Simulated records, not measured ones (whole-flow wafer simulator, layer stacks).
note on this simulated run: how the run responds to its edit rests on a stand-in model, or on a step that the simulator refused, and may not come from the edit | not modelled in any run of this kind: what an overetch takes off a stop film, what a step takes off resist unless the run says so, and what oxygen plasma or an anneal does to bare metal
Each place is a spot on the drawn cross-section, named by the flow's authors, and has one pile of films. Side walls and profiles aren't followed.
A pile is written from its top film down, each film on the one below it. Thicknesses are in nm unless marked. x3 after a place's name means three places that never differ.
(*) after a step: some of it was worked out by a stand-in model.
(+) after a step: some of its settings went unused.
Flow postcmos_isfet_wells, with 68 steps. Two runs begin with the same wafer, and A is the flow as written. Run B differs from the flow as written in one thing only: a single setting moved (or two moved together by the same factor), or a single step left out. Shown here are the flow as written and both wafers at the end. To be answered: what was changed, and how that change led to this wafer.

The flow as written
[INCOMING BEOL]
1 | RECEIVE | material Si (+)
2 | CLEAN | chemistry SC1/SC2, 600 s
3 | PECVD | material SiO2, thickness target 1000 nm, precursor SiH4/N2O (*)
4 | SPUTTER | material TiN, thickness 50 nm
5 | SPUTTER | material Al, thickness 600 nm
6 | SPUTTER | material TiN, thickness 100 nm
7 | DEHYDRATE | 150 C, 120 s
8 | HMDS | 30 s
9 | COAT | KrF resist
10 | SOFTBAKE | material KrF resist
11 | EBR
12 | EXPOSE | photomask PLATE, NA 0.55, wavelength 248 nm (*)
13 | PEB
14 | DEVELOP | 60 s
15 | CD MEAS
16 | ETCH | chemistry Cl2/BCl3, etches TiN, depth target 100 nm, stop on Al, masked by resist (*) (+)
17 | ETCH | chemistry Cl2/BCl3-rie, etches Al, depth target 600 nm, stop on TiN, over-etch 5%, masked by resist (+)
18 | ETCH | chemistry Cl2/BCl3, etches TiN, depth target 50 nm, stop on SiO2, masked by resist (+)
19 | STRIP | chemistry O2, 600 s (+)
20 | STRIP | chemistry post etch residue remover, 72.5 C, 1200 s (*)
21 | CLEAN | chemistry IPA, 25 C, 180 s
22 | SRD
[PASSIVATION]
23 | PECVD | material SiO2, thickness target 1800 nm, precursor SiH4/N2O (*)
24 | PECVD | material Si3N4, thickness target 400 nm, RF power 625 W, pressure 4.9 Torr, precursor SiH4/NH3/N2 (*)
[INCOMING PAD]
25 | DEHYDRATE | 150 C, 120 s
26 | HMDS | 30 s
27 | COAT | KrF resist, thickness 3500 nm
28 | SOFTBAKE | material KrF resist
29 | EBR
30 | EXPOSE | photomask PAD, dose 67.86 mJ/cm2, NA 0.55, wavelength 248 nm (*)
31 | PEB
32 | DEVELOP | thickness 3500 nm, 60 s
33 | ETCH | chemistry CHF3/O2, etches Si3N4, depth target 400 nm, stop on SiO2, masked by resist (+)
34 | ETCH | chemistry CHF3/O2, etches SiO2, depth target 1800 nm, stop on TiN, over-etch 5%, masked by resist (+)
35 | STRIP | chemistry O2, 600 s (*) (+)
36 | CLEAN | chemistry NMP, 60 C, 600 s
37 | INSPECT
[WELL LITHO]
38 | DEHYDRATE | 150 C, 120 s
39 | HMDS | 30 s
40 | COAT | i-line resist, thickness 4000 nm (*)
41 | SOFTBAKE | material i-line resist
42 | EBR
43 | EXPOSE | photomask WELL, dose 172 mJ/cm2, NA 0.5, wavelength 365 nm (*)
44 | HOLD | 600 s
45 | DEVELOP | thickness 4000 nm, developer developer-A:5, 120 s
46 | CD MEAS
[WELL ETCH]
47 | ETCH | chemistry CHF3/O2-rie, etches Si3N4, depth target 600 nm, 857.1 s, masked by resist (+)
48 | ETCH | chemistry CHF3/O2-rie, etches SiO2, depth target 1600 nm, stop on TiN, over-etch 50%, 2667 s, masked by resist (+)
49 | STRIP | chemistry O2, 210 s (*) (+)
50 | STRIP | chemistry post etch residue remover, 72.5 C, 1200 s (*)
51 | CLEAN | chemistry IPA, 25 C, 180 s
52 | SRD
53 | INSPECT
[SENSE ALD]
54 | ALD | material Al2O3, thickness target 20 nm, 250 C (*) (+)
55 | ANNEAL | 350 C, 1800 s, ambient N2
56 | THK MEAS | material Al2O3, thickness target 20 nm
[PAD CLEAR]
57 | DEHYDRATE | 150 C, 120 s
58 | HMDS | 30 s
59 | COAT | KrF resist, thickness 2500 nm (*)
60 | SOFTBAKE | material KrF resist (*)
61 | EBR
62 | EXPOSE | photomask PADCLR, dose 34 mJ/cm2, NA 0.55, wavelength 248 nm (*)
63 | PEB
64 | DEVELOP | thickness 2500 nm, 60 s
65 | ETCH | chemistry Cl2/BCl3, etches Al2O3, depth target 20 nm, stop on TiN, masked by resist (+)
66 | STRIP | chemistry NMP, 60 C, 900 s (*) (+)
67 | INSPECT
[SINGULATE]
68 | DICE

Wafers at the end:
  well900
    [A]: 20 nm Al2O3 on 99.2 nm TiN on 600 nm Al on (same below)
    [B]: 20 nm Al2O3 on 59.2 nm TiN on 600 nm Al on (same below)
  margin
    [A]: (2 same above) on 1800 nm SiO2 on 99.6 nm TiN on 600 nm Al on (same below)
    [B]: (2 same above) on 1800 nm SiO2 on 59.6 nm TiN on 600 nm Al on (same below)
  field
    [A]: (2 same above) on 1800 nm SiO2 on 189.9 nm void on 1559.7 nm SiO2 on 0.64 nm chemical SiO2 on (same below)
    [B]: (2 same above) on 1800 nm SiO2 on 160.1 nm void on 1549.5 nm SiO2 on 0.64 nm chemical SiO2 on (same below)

What caused this: step 6, SPUTTER: thickness 60 nm was run, though the flow has thickness 100 nm.

How this came from the change, step by step:
  6 | SPUTTER | material TiN, thickness 100 nm
      field, margin, well900 and 6 more: A TiN gains 100 (new film) | B TiN gains 60 (new film)
  16 | ETCH | chemistry Cl2/BCl3, etches TiN, depth target 100 nm, stop on Al, masked by resist (*) (+)
      margin, well900, well1300, well2000, well3000, pad_rim, pad_clr, pad_open: A KrF resist loses 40 | B KrF resist loses 36
      field: A TiN loses 100 (all of it) | B TiN loses 60 (all of it)
  23 | PECVD | material SiO2, thickness target 1800 nm, precursor SiH4/N2O (*)
      field: A SiO2 gains 1800 (new film), void gains 189.9 (new film), SiO2 gains 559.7 | B SiO2 gains 1800 (new film), void gains 160.1 (new film), SiO2 gains 549.5
